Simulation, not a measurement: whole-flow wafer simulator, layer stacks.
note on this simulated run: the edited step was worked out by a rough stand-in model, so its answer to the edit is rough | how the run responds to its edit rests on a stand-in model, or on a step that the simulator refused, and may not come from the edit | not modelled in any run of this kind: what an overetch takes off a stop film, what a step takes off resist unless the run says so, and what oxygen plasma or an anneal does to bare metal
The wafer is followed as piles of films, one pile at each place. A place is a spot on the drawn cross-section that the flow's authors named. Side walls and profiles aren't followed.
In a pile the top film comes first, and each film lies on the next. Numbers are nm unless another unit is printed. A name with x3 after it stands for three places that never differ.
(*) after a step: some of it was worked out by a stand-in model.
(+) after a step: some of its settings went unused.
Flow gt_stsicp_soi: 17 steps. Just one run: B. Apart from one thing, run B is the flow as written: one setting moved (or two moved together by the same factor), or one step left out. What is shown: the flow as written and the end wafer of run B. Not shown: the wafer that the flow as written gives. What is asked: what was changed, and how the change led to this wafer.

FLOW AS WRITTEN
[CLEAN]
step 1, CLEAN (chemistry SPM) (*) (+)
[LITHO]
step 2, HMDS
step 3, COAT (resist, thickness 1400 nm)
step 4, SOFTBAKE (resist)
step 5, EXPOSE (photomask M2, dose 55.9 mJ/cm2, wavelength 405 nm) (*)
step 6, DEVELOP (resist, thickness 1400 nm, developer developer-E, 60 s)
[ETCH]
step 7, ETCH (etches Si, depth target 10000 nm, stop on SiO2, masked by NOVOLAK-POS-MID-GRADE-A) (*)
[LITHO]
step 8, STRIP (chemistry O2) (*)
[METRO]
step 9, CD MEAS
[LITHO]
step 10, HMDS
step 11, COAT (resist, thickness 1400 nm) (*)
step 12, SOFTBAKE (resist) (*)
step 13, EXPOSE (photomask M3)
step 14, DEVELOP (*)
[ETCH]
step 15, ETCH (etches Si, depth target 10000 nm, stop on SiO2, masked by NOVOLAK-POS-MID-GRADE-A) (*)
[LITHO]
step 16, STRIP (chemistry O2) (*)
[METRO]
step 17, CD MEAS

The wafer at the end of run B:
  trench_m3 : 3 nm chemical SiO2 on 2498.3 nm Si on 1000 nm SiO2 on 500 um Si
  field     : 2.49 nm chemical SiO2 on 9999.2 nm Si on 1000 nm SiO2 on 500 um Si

The reason: step 15, ETCH: depth target 7500 nm was run, whereas the flow has depth target 10000 nm.

The path from the change to this, step by step:
  step 15, ETCH (etches Si, depth target 10000 nm, stop on SiO2, masked by NOVOLAK-POS-MID-GRADE-A) (*)
      trench_m3: chemical SiO2 loses 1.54 (all of it), Si loses 7500 (in the flow as written it would be: chemical SiO2 loses 1.54 (all of it), Si loses 9999.6 (all of it))
      field, trench_m2: resist loses 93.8 (in the flow as written it would be: resist loses 125)
  step 16, STRIP (chemistry O2) (*)
      trench_m3: chemical SiO2 gains 3 (new film), Si loses 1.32 (in the flow as written it would be: nothing)
      field: resist loses 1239 (all of it), chemical SiO2 gains 0.94, Si loses 0.41 (in the flow as written it would be: resist loses 1207.8 (all of it), chemical SiO2 gains 0.94, Si loses 0.41)
